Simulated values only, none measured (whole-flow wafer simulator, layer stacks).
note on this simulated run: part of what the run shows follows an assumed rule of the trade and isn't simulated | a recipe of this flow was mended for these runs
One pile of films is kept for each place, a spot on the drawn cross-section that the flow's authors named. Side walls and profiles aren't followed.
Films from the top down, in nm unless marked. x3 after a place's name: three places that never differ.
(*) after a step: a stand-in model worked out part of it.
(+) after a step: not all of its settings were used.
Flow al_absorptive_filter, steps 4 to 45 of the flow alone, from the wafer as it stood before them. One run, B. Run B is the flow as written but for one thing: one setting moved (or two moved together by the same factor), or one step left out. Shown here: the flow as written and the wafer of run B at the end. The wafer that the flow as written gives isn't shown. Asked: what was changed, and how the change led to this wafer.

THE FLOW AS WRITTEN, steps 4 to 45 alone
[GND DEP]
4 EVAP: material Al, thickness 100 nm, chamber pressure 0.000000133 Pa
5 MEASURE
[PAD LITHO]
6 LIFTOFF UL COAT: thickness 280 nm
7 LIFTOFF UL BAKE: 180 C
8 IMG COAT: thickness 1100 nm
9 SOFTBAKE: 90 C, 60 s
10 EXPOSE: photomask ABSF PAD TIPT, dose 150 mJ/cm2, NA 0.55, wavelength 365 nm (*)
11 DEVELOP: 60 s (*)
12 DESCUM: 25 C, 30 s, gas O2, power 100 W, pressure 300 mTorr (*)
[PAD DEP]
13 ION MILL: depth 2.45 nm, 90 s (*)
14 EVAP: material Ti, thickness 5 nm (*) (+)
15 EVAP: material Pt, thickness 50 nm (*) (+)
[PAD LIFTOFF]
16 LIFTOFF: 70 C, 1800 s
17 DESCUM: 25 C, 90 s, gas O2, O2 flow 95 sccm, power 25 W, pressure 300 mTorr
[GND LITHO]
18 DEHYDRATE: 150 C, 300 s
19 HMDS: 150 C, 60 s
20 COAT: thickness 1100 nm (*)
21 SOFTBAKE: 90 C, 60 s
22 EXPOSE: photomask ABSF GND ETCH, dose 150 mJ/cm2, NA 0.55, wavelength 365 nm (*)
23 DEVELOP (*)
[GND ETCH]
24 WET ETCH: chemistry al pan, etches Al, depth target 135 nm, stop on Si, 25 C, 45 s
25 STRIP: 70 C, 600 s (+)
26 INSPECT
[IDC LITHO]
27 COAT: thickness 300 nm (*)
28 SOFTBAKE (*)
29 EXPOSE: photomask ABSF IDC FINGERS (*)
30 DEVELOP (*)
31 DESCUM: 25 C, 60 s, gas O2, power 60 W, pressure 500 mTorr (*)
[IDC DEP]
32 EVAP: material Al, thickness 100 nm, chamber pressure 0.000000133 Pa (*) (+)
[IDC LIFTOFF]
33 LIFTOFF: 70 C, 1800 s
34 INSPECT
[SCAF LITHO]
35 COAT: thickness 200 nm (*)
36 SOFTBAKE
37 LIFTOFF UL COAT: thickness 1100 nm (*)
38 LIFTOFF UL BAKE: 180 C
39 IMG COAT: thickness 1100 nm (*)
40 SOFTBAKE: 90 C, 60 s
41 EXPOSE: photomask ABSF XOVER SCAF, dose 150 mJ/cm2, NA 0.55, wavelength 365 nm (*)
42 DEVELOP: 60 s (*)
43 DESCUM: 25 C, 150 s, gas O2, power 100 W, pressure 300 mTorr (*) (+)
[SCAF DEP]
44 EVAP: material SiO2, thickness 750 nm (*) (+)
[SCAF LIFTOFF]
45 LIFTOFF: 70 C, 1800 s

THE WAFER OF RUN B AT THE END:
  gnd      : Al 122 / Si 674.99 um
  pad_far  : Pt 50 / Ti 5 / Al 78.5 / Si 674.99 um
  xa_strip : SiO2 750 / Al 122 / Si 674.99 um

The cause: step 4, EVAP: thickness 122 nm was run, where the flow has thickness 100 nm.
It can be read off the wafer: gnd has Al 122, and step 4 as written asks for 100 nm.

How the change led to this, step by step:
  4 EVAP: material Al, thickness 100 nm, chamber pressure 0.000000133 Pa
      gnd, pad_far, pad_near and 11 more: Al +122 (new film) (as written it would be: Al +100 (new film))
  24 WET ETCH: chemistry al pan, etches Al, depth target 135 nm, stop on Si, 25 C, 45 s
      res, xl_gap, idc_field, idc_line, idc_space: Al -108.7 (all of it) (as written it would be: Al -86.7 (all of it))
  27 COAT: thickness 300 nm (*)
      ledge: e-beam-resist +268 (new film) (as written it would be: e-beam-resist +274.4 (new film))
      res: e-beam-resist +359.8 (new film) (as written it would be: e-beam-resist +349.6 (new film))
      (and at 1 more place)
  33 LIFTOFF: 70 C, 1800 s
      ledge: Al -100 (all of it), e-beam-resist -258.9 (all of it) (as written it would be: Al -100 (all of it), e-beam-resist -265.3 (all of it))
      res: Al -100 (all of it), e-beam-resist -350.8 (all of it) (as written it would be: Al -100 (all of it), e-beam-resist -340.6 (all of it))
      (and at 1 more place)
  35 COAT: thickness 200 nm (*)
      ledge: acrylic-e-beam-resist +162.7 (new film) (as written it would be: acrylic-e-beam-resist +169.8 (new film))
      res: acrylic-e-beam-resist +237.3 (new film) (as written it would be: acrylic-e-beam-resist +231.4 (new film))
      (and at 1 more place)
  43 DESCUM: 25 C, 150 s, gas O2, power 100 W, pressure 300 mTorr (*) (+)
      gnd, pad_far, pad_near and 7 more: i-line-resist -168 (as written it would be: i-line-resist -159.6)
      xl_gap: acrylic-e-beam-resist -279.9 (all of it) (as written it would be: acrylic-e-beam-resist -265.9 (all of it))
  45 LIFTOFF: 70 C, 1800 s
      ledge: SiO2 -750 (all of it), i-line-resist -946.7 (all of it), lift-off-underlayer -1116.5 (all of it), acrylic-e-beam-resist -162.7 (all of it) (as written it would be: SiO2 -750 (all of it), i-line-resist -952.1 (all of it), lift-off-underlayer -1114 (all of it), acrylic-e-beam-resist -169.8 (all of it))
      res: SiO2 -750 (all of it), i-line-resist -951.7 (all of it), lift-off-underlayer -1159.1 (all of it), acrylic-e-beam-resist -237.3 (all of it) (as written it would be: SiO2 -750 (all of it), i-line-resist -956.3 (all of it), lift-off-underlayer -1148.2 (all of it), acrylic-e-beam-resist -231.4 (all of it))
